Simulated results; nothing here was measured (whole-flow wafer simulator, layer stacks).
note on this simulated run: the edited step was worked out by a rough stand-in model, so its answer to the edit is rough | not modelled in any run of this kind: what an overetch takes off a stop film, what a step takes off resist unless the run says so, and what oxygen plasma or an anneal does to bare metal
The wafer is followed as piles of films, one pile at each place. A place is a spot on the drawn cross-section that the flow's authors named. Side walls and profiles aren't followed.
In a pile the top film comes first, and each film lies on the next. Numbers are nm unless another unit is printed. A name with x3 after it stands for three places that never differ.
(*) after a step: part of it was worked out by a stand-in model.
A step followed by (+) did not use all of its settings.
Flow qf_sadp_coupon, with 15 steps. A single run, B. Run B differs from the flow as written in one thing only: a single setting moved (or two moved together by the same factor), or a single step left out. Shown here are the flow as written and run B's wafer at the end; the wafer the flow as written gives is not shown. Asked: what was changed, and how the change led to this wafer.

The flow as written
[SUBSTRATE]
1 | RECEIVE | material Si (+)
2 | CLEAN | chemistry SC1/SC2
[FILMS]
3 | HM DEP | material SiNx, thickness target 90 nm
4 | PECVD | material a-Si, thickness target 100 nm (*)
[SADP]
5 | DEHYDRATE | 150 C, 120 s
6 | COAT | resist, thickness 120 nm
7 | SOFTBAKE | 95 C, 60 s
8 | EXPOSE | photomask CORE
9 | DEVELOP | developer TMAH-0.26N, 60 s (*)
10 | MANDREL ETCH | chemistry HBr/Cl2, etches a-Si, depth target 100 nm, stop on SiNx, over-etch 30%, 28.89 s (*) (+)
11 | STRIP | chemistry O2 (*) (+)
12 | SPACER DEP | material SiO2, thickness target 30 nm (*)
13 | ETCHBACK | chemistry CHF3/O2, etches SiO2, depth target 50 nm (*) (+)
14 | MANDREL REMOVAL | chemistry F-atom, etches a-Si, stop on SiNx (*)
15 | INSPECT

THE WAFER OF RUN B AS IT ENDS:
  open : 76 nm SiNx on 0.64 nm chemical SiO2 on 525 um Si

What caused this: step 13, ETCHBACK: depth target 40.2 nm was run, while the flow as written has depth target 50 nm.

Step by step, how the change led to this:
  13 | ETCHBACK | chemistry CHF3/O2, etches SiO2, depth target 50 nm (*) (+)
      m: -30 SiO2 (all of it), -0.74 chemical SiO2 (all of it), -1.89 a-Si (as written it would have been: -30 SiO2 (all of it), -0.74 chemical SiO2 (all of it), -3.85 a-Si)
      open: -30 SiO2 (all of it), -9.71 SiNx (as written it would have been: -30 SiO2 (all of it), -19 SiNx)
  14 | MANDREL REMOVAL | chemistry F-atom, etches a-Si, stop on SiNx (*)
      m: -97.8 a-Si (all of it) (as written it would have been: -95.8 a-Si (all of it))
